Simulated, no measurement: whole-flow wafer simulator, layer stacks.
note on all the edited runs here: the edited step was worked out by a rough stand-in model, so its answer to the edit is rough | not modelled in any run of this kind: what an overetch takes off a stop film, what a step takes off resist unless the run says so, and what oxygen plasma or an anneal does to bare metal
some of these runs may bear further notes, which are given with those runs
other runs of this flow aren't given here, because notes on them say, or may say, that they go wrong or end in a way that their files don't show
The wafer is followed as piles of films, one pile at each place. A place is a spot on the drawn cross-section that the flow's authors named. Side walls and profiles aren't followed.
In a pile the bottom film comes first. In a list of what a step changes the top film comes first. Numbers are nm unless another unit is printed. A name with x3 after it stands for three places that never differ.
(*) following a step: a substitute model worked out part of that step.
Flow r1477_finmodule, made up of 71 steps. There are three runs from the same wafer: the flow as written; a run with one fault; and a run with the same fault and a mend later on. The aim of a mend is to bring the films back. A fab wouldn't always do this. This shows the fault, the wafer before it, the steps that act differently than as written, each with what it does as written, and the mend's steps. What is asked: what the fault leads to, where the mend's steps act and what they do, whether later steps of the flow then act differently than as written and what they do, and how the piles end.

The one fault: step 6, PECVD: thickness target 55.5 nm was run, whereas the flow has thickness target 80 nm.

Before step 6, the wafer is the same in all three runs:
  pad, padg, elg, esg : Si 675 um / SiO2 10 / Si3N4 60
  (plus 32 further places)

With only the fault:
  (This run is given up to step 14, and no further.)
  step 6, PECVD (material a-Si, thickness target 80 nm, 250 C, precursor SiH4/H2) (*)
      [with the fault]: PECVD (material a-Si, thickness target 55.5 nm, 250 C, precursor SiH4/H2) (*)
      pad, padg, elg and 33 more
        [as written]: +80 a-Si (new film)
        [with the fault]: +55.5 a-Si (new film)
  Later steps of the flow up to step 14 that are run all act as written at every place that is followed.
  Once step 14 is done, the piles at pad, padg, elg and 33 more depart from the flow's by more than 2% or 0.5 nm, whichever is larger.
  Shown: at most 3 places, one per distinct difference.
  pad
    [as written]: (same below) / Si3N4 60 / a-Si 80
    [with the fault]: (same below) / Si3N4 60 / a-Si 55.5
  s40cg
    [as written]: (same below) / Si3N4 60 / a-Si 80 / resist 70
    [with the fault]: (same below) / Si3N4 60 / a-Si 55.5 / resist 70

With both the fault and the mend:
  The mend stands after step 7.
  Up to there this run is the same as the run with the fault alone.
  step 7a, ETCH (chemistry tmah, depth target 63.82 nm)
      pad, padg, elg and 33 more
        -55.5 a-Si (all of it)
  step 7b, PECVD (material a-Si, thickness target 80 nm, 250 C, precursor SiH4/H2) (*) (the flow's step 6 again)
      pad, padg, elg and 33 more
        +80 a-Si (new film)
  Later steps of the flow that are run all act as written at every place that is followed.
  The piles end the same as the flow's at every place that both follow.
